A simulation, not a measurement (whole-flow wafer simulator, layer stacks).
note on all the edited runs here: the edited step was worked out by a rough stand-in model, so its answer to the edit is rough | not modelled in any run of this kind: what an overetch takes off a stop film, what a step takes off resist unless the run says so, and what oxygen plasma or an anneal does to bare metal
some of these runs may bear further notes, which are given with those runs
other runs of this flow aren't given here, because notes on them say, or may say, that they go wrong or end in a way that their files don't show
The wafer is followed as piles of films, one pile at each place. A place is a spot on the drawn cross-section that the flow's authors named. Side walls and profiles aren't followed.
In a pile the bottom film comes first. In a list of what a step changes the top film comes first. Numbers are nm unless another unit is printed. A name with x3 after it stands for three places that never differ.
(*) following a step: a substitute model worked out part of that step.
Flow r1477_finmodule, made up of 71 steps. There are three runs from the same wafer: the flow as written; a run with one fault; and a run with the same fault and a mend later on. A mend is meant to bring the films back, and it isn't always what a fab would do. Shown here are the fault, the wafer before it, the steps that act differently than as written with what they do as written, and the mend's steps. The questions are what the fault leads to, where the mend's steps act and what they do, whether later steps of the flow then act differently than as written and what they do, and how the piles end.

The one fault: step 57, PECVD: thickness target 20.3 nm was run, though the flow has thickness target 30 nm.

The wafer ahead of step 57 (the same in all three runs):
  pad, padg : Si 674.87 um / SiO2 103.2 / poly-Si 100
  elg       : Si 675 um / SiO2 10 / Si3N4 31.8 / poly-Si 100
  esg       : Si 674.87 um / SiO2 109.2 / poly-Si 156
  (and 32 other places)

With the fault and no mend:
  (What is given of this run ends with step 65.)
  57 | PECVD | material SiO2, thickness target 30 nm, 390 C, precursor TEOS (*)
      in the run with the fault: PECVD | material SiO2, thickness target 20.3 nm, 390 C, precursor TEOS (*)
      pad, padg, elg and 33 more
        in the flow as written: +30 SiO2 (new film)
        in the run with the fault: +20.3 SiO2 (new film)
  Later steps of the flow up to step 65 that are run all act as written at every place that is followed, up to a difference of at most 2% or 0.5 nm, whichever is larger.
  Once step 65 is done, the piles at pad, padg, elg and 33 more depart from the flow's by more than 2% or 0.5 nm, whichever is larger.
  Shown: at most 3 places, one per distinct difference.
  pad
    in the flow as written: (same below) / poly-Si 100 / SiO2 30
    in the run with the fault: (same below) / poly-Si 100 / SiO2 20.3
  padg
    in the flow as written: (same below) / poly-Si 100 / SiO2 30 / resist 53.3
    in the run with the fault: (same below) / poly-Si 100 / SiO2 20.3 / resist 53.3
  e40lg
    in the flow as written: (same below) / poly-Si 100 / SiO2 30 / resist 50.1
    in the run with the fault: (same below) / poly-Si 100 / SiO2 20.3 / resist 50.1

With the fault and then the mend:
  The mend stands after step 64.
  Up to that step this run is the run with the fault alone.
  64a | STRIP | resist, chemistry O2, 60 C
      padg, elg, esg
        -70 resist (all of it)
      e40lg, e100lg, e200lg
        -66.9 resist (all of it)
      s40sg, s45sg
        -91 resist (all of it)
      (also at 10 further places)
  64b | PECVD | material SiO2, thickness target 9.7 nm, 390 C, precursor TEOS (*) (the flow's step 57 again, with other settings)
      pad, padg, elg and 33 more
        +9.7 SiO2
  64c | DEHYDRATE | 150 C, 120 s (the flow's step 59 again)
      alters no film at any place that is followed
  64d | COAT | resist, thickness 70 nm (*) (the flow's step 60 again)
      e40lg, e100lg, e200lg, elo, e40lo, e100lo, e200lo
        +66.9 resist (new film)
      pad, padg, elg, esg
        +70 resist (new film)
      s40sg, s45sg, s40so, s45so
        +91 resist (new film)
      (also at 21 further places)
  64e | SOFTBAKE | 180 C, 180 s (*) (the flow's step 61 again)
      alters no film at any place that is followed
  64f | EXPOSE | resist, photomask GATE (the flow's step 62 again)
      alters no film at any place that is followed
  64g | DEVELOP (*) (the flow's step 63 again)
      elo, e40lo, e100lo, e200lo
        -66.9 resist (all of it)
      eso, e40so
        -129.5 resist (all of it)
      s40so, s45so
        -91 resist (all of it)
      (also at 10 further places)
  Later steps of the flow that are run all act as written at every place that is followed.
  At every place that both follow, the piles at the end match the flow's.
